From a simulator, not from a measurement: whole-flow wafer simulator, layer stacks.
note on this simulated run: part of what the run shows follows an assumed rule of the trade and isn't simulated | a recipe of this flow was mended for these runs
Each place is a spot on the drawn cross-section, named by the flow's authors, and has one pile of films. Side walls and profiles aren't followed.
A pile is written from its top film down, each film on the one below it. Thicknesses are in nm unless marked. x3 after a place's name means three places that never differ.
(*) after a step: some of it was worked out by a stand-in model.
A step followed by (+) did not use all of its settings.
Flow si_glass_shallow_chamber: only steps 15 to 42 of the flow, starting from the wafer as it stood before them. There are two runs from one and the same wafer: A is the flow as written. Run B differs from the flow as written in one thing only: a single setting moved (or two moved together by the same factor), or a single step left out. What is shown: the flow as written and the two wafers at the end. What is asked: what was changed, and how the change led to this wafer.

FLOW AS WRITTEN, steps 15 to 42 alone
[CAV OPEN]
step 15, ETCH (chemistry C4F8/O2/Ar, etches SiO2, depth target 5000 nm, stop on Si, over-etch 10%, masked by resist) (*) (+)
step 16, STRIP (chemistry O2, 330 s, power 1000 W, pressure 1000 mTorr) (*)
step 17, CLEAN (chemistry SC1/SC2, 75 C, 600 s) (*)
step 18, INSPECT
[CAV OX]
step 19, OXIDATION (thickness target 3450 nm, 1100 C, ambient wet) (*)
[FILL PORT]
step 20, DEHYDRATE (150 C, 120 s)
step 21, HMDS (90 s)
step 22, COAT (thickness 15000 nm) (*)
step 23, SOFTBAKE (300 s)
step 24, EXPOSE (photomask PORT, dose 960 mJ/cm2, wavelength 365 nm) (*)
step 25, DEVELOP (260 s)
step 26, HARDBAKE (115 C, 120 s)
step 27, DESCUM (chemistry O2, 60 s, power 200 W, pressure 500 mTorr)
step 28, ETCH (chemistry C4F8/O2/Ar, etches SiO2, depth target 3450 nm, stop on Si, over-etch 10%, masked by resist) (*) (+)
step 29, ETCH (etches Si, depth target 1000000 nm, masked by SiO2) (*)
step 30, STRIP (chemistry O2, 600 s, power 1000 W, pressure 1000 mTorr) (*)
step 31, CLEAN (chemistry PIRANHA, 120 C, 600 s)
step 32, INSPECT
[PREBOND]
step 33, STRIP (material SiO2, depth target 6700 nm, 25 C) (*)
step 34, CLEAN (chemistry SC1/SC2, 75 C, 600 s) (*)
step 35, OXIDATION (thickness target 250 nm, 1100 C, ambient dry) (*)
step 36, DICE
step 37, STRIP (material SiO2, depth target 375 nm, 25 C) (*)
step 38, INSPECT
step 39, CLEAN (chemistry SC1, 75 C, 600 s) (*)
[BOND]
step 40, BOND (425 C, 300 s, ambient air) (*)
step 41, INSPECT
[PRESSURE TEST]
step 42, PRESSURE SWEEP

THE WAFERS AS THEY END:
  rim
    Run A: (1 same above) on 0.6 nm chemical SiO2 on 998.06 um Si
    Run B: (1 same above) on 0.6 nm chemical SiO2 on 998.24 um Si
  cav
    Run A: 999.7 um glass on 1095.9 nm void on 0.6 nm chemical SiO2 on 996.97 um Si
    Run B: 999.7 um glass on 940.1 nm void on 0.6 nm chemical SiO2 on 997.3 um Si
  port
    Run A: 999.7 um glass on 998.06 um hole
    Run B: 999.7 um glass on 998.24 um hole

What caused this: step 19, OXIDATION: thickness target 2700 nm was run, whereas the flow has thickness target 3450 nm.

The path from the change to this, step by step:
  step 19, OXIDATION (thickness target 3450 nm, 1100 C, ambient wet) (*)
      rim, ramp, septum, ring: A +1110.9 SiO2, -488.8 Si | B +715 SiO2, -314.6 Si
      cav, port: A +3450 SiO2 (new film), -0.6 chemical SiO2 (all of it), -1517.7 Si | B +2700 SiO2 (new film), -0.6 chemical SiO2 (all of it), -1187.7 Si
  step 22, COAT (thickness 15000 nm) (*)
      rim: A +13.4 um thick-i-line-resist (new film) | B +13.32 um thick-i-line-resist (new film)
      ramp: A +12.89 um thick-i-line-resist (new film) | B +12.78 um thick-i-line-resist (new film)
      (also at 3 further places)
  step 23, SOFTBAKE (300 s)
      rim: A -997 thick-i-line-resist | B -1053 thick-i-line-resist
      ramp: A -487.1 thick-i-line-resist | B -516.9 thick-i-line-resist
      (also at 4 further places)
  step 25, DEVELOP (260 s)
      port: A -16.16 um thick-i-line-resist (all of it) | B -16.22 um thick-i-line-resist (all of it)
  step 28, ETCH (chemistry C4F8/O2/Ar, etches SiO2, depth target 3450 nm, stop on Si, over-etch 10%, masked by resist) (*) (+)
      rim, ramp, cav, septum, ring: A -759 thick-i-line-resist | B -594 thick-i-line-resist
      port: A -3450 SiO2 (all of it), -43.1 Si | B -2700 SiO2 (all of it), -136.9 Si
  step 29, ETCH (etches Si, depth target 1000000 nm, masked by SiO2) (*)
      rim, ramp: A -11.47 um thick-i-line-resist (all of it), -1617.3 SiO2 | B -11.5 um thick-i-line-resist (all of it), -1601.5 SiO2
      port: A +997.05 um hole (new film), -997.05 um Si (all of it) | B +997.28 um hole (new film), -997.28 um Si (all of it)
      (also at 2 further places)
  step 30, STRIP (chemistry O2, 600 s, power 1000 W, pressure 1000 mTorr) (*)
      cav: A -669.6 thick-i-line-resist (all of it) | B -894.8 thick-i-line-resist (all of it)
  step 33, STRIP (material SiO2, depth target 6700 nm, 25 C) (*)
      rim, ramp: A -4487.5 SiO2 (all of it) | B -4107.4 SiO2 (all of it)
      cav: A -3450 SiO2 (all of it) | B -2700 SiO2 (all of it)
      (also at 2 further places)
  step 40, BOND (425 C, 300 s, ambient air) (*)
      cav: A +999.7 um glass (new film), +1095.9 void (new film) | B +999.7 um glass (new film), +940.1 void (new film)
      port: A +999.7 um glass (new film), +1017.3 hole | B +999.7 um glass (new film), +955.2 hole
